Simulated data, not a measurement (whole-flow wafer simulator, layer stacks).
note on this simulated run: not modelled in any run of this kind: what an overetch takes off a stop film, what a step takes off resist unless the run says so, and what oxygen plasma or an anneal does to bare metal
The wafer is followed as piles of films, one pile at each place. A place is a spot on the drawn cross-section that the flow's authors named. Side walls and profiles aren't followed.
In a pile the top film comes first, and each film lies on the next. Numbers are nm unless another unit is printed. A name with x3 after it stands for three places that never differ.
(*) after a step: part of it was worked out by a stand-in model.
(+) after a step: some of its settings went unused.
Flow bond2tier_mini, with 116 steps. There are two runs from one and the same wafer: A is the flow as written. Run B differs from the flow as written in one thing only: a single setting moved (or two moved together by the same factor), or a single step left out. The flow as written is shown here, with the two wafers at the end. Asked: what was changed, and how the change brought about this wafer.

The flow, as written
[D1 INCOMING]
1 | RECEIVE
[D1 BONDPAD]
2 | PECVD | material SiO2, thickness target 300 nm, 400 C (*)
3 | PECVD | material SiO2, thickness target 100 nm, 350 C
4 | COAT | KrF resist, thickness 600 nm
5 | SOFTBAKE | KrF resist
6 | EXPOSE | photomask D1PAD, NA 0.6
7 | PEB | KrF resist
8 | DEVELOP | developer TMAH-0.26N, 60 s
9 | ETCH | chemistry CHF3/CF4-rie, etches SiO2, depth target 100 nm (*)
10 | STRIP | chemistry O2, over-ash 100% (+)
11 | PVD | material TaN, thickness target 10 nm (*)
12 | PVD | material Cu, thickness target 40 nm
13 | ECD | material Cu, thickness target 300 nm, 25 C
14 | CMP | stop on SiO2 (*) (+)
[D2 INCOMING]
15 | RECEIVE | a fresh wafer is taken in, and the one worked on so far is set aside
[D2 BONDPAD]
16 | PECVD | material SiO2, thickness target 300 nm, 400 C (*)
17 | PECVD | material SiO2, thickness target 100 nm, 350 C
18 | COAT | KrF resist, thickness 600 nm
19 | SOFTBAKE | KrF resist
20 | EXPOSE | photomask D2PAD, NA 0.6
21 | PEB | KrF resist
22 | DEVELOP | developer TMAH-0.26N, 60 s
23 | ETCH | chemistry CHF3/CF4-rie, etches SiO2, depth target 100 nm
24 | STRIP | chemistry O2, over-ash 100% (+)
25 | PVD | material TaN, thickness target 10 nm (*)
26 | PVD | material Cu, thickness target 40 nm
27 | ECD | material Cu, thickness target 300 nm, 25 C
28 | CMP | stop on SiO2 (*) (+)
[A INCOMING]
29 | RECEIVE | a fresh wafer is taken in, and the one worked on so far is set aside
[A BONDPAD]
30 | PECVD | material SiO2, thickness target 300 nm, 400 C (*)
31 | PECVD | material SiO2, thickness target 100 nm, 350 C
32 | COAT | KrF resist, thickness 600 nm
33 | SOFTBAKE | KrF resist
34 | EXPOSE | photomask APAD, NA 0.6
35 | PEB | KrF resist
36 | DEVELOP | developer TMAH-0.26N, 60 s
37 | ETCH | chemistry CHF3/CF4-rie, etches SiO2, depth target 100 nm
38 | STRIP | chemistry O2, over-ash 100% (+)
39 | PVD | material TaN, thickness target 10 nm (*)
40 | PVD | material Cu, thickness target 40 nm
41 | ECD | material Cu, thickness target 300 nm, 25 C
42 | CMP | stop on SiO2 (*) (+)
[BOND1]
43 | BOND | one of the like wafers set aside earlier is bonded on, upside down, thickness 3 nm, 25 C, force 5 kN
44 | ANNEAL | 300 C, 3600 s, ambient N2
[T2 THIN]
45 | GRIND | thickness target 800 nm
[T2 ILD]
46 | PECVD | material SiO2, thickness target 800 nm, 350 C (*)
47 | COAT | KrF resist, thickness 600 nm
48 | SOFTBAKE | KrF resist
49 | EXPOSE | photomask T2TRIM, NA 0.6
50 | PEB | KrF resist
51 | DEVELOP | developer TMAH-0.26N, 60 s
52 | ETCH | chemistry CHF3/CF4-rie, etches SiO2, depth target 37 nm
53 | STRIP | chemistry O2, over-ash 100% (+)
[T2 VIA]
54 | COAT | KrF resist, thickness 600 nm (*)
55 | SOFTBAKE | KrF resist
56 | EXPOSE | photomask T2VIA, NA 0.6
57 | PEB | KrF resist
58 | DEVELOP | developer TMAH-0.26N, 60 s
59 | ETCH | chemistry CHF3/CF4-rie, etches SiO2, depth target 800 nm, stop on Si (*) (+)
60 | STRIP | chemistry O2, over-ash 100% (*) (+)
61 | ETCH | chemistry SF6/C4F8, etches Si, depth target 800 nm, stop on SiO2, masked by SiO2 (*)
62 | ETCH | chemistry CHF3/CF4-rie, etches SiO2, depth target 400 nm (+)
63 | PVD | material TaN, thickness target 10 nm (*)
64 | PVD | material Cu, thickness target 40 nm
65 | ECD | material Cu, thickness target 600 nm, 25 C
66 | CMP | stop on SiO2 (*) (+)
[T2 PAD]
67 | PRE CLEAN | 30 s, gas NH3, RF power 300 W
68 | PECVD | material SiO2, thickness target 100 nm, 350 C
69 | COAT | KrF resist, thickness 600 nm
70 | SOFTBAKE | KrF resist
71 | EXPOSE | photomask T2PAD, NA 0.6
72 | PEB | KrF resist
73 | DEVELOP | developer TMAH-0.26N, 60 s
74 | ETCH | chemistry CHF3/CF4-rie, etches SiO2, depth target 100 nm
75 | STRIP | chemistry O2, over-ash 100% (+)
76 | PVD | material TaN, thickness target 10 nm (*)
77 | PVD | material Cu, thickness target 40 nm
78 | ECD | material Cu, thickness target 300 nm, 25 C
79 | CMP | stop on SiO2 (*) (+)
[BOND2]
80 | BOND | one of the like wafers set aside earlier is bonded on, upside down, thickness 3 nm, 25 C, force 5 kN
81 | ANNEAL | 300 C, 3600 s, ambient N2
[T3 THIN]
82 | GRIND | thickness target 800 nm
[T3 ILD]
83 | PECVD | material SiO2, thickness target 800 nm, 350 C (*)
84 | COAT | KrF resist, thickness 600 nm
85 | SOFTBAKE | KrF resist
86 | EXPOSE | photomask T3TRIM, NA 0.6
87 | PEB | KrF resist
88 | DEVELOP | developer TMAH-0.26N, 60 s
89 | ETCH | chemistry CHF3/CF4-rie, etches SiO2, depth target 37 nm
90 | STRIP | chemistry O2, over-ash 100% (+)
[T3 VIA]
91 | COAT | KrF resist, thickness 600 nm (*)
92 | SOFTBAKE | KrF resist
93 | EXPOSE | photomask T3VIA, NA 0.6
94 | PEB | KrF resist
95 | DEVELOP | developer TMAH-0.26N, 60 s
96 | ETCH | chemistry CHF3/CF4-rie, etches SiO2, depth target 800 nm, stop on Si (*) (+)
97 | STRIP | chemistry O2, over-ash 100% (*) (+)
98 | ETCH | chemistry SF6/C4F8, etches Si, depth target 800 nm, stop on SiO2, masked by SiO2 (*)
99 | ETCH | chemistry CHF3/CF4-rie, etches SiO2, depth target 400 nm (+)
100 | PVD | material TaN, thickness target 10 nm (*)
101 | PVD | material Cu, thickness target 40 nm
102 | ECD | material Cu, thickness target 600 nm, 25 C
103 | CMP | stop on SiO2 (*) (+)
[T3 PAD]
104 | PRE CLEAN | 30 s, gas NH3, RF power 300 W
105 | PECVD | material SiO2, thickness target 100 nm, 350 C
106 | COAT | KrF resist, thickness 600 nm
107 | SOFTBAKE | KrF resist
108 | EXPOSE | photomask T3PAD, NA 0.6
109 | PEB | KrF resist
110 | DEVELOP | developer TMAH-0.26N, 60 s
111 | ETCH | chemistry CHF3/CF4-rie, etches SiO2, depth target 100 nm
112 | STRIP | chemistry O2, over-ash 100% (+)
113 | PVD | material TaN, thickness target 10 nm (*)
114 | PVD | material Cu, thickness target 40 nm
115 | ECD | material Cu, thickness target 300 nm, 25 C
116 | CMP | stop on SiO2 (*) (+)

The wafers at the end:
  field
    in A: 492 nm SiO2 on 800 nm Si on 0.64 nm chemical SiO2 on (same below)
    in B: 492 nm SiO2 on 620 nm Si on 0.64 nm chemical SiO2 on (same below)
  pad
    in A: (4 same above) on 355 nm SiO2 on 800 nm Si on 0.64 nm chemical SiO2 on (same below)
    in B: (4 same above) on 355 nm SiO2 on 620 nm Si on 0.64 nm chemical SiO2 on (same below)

What caused this: step 82, GRIND: thickness target 620 nm was run, though the flow has thickness target 800 nm.
The wafer itself shows it: field has Si 620, and step 82 as written asks for 800 nm.

How this came from the change, step by step:
  82 | GRIND | thickness target 800 nm
      field, pad: A -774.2 um Si | B -774.38 um Si
